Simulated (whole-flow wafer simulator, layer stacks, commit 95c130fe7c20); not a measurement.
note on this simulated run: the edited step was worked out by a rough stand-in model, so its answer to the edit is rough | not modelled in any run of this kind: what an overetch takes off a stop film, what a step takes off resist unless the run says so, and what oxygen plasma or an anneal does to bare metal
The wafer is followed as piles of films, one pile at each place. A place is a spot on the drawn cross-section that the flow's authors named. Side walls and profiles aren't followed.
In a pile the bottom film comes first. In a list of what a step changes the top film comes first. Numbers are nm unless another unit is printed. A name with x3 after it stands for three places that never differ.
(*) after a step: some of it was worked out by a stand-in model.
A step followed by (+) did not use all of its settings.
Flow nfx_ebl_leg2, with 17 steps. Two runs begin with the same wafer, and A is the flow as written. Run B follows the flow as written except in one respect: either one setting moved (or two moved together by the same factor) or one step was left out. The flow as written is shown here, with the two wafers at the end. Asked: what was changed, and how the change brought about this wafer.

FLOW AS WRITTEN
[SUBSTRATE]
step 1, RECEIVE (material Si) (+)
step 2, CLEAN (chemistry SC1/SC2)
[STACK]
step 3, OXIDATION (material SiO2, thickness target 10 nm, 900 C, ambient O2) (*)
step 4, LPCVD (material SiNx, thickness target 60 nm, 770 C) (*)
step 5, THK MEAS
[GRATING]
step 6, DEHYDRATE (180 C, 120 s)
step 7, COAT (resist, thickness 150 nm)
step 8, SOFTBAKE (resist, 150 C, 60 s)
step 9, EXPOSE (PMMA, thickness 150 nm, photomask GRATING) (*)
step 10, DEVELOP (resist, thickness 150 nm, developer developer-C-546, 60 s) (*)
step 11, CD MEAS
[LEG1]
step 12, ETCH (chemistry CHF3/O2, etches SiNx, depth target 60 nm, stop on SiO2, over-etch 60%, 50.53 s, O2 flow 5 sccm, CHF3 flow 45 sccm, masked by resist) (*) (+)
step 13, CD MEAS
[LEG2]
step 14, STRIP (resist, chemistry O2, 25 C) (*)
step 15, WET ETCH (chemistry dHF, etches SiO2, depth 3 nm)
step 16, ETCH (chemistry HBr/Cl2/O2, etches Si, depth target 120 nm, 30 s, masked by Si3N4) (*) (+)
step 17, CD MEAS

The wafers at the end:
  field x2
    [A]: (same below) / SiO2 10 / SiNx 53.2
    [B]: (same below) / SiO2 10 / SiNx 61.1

What caused this: step 4, LPCVD: thickness target 67.9 nm was run, whereas the flow has thickness target 60 nm.

The path from the change to this, step by step:
  step 4, LPCVD (material SiNx, thickness target 60 nm, 770 C) (*)
      field x2, pad x2: A +60 SiNx (new film) | B +67.9 SiNx (new film)
  step 12, ETCH (chemistry CHF3/O2, etches SiNx, depth target 60 nm, stop on SiO2, over-etch 60%, 50.53 s, O2 flow 5 sccm, CHF3 flow 45 sccm, masked by resist) (*) (+)
      pad x2: A -60 SiNx (all of it), -10 SiO2 (all of it) | B -67.9 SiNx (all of it), -10 SiO2 (all of it)
